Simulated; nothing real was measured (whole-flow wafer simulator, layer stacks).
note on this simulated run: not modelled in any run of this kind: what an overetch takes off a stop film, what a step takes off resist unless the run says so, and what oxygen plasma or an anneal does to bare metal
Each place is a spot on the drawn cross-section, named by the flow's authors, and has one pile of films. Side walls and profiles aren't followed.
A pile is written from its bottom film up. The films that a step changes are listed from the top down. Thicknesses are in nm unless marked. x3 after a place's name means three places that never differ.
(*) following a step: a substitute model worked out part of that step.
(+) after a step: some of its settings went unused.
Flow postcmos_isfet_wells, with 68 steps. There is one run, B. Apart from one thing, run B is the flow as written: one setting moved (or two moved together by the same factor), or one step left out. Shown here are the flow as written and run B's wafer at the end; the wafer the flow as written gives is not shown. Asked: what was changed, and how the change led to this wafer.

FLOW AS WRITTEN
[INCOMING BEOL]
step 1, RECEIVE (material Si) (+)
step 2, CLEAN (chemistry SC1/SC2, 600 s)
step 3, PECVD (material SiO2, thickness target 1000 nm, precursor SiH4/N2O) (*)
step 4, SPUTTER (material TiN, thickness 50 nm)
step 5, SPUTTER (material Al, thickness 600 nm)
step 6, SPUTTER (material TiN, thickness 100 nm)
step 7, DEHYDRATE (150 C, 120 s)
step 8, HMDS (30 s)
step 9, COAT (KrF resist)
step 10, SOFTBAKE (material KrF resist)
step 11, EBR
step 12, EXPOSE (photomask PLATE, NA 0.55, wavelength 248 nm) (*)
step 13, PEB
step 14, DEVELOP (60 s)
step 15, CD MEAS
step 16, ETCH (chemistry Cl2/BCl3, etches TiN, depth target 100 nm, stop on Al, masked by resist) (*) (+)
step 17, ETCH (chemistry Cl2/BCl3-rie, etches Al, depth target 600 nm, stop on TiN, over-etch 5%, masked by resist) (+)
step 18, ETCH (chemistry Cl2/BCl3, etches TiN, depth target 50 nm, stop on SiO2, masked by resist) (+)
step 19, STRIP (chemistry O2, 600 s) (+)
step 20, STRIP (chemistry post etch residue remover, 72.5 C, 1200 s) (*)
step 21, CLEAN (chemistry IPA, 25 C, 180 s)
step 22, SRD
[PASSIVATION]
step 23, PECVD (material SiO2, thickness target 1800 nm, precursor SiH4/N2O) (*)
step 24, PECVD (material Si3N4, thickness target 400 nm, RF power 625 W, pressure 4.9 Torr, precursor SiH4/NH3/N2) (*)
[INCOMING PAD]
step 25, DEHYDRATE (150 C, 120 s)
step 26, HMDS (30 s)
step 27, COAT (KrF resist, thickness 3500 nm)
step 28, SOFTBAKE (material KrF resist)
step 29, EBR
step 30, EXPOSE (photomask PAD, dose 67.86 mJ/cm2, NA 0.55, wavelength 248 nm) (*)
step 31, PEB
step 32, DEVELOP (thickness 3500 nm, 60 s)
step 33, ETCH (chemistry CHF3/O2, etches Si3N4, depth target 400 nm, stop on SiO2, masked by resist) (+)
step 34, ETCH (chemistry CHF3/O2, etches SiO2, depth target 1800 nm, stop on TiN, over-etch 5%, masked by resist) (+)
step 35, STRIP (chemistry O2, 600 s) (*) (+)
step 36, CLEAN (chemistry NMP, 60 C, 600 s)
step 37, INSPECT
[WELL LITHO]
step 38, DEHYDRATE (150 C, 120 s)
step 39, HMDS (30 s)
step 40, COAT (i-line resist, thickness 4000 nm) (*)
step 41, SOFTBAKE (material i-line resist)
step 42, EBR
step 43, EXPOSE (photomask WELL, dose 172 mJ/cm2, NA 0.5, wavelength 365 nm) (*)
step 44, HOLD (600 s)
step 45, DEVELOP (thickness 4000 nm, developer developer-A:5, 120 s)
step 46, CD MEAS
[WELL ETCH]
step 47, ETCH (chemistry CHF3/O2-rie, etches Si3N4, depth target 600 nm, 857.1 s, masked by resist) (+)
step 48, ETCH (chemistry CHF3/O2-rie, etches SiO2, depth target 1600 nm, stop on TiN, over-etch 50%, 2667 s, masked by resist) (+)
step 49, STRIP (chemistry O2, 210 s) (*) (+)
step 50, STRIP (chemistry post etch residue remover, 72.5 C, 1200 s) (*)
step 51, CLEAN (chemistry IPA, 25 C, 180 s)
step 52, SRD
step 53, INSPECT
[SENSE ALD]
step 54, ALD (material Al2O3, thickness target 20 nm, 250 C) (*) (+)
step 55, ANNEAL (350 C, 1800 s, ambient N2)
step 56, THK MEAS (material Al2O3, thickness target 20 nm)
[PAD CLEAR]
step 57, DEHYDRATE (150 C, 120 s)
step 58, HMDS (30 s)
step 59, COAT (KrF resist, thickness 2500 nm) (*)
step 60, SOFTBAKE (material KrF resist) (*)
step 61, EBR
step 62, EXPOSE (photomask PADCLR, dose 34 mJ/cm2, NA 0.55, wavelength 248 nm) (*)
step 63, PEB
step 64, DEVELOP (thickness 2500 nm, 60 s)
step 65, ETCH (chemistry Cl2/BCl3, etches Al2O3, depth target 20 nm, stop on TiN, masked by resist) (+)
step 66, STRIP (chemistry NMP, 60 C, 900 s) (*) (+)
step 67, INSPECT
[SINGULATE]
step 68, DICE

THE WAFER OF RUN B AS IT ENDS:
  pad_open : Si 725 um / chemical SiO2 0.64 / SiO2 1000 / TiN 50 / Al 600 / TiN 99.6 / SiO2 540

Cause: step 34, ETCH: depth target 1260 nm was run, whereas the flow has depth target 1800 nm.

The path from the change to this, step by step:
  step 34, ETCH (chemistry CHF3/O2, etches SiO2, depth target 1800 nm, stop on TiN, over-etch 5%, masked by resist) (+)
      pad_open: SiO2 loses 1260 (it would be, as written: SiO2 loses 1800 (all of it))
      field, margin, well900, well1300, well2000, well3000, pad_rim, pad_clr: KrF resist loses 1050 (it would be, as written: KrF resist loses 1500)
  step 35, STRIP (chemistry O2, 600 s) (*) (+)
      field, margin, well900, well1300, well2000, well3000, pad_rim, pad_clr: KrF resist loses 2088.4 (all of it) (it would be, as written: KrF resist loses 1638.4 (all of it))
  step 40, COAT (i-line resist, thickness 4000 nm) (*)
      pad_clr: i-line resist gains 3427.9 (new film) (it would be, as written: i-line resist gains 3256.8 (new film))
      pad_open: i-line resist gains 4610.1 (new film) (it would be, as written: i-line resist gains 4804.7 (new film))
  step 41, SOFTBAKE (material i-line resist)
      pad_clr: i-line resist loses 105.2 (it would be, as written: i-line resist loses 156.7)
      pad_open: i-line resist gains 90.3 (it would be, as written: i-line resist gains 115.3)
  step 49, STRIP (chemistry O2, 210 s) (*) (+)
      pad_clr: i-line resist loses 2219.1 (all of it) (it would be, as written: i-line resist loses 1996.5 (all of it))
      pad_open: i-line resist loses 3596.7 (all of it) (it would be, as written: i-line resist loses 3816.3 (all of it))
  step 59, COAT (KrF resist, thickness 2500 nm) (*)
      pad_rim: KrF resist gains 2102.7 (new film) (it would be, as written: KrF resist gains 1976.4 (new film))
      pad_clr: KrF resist gains 1877.9 (new film) (it would be, as written: KrF resist gains 1691.6 (new film))
      (also at 1 further place)
  step 60, SOFTBAKE (material KrF resist) (*)
      pad_rim: KrF resist loses 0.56 (it would be, as written: nothing)
      pad_clr: KrF resist loses 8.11 (it would be, as written: KrF resist loses 9.57)
  step 64, DEVELOP (thickness 2500 nm, 60 s)
      pad_clr: KrF resist loses 1869.8 (all of it) (it would be, as written: KrF resist loses 1682 (all of it))
      pad_open: KrF resist loses 2927.8 (all of it) (it would be, as written: KrF resist loses 3067.2 (all of it))
  step 66, STRIP (chemistry NMP, 60 C, 900 s) (*) (+)
      pad_rim: KrF resist loses 2063.4 (all of it) (it would be, as written: KrF resist loses 1937.7 (all of it))
